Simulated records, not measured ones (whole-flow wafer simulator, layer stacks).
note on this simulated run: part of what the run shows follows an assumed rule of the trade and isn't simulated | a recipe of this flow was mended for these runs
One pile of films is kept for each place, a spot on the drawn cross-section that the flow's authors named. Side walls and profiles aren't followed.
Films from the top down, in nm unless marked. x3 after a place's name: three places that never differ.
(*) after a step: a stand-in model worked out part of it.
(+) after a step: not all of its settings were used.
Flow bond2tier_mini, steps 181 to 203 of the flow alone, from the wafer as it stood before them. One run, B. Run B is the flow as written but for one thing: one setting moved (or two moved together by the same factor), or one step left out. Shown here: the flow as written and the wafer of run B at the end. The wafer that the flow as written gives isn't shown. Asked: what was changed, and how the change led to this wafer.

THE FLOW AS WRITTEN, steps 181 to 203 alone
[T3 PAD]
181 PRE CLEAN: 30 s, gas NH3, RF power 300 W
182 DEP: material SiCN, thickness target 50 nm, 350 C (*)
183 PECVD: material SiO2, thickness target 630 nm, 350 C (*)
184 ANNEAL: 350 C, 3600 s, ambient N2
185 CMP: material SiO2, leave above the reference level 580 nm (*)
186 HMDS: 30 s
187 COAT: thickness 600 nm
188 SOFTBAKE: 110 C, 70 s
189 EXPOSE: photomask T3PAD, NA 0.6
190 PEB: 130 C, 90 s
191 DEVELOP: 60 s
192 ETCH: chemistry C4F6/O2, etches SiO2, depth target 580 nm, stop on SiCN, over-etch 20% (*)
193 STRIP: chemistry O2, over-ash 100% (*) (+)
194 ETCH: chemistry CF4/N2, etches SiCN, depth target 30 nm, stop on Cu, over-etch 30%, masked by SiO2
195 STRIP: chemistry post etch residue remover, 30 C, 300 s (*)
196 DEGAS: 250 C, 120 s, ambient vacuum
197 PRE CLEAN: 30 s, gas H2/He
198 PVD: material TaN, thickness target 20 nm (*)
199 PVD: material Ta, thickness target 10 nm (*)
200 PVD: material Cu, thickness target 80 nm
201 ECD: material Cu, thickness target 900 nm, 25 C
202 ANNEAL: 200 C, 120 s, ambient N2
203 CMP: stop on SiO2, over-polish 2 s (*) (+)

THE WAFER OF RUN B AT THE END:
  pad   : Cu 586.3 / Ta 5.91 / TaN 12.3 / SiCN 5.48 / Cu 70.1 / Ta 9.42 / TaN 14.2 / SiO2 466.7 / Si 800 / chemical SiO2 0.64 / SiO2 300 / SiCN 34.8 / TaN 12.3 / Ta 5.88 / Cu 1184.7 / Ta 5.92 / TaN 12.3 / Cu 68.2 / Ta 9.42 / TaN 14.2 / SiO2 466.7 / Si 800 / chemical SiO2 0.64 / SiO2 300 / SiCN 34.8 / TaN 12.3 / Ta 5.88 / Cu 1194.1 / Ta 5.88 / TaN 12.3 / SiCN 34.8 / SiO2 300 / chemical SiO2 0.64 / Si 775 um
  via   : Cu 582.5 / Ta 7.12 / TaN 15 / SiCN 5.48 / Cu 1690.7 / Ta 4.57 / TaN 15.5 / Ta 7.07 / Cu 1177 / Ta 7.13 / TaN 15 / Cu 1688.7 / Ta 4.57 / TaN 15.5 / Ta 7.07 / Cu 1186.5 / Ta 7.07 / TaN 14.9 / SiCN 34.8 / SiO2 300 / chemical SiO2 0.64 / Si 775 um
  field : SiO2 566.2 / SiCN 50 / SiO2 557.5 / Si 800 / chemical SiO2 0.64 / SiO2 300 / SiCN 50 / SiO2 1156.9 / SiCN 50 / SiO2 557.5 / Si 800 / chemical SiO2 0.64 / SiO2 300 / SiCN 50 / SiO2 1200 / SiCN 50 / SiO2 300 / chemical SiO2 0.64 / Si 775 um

The cause: step 194, ETCH: depth target 19.2 nm was run, where the flow has depth target 30 nm.

How the change led to this, step by step:
  194 ETCH: chemistry CF4/N2, etches SiCN, depth target 30 nm, stop on Cu, over-etch 30%, masked by SiO2
      pad, via: SiCN -25 (as written it would be: SiCN -30.4 (all of it), Cu -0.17)
      field: SiO2 -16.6 (as written it would be: SiO2 -26)
  195 STRIP: chemistry post etch residue remover, 30 C, 300 s (*)
      pad, via: nothing (as written it would be: Cu -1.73)
Counting metal films that touch as one body, pad has 4 bodies (between them, from the top down: SiCN 5.48; SiO2 466.7 / Si 800 / chemical SiO2 0.64 / SiO2 300 / SiCN 34.8; SiO2 466.7 / Si 800 / chemical SiO2 0.64 / SiO2 300 / SiCN 34.8); the flow as written gives 3 bodies (between them, from the top down: SiO2 466.7 / Si 800 / chemical SiO2 0.64 / SiO2 300 / SiCN 34.8; SiO2 466.7 / Si 800 / chemical SiO2 0.64 / SiO2 300 / SiCN 34.8).
Counting metal films that touch as one body, via has 2 bodies (between them, from the top down: SiCN 5.48); the flow as written gives 1 body.
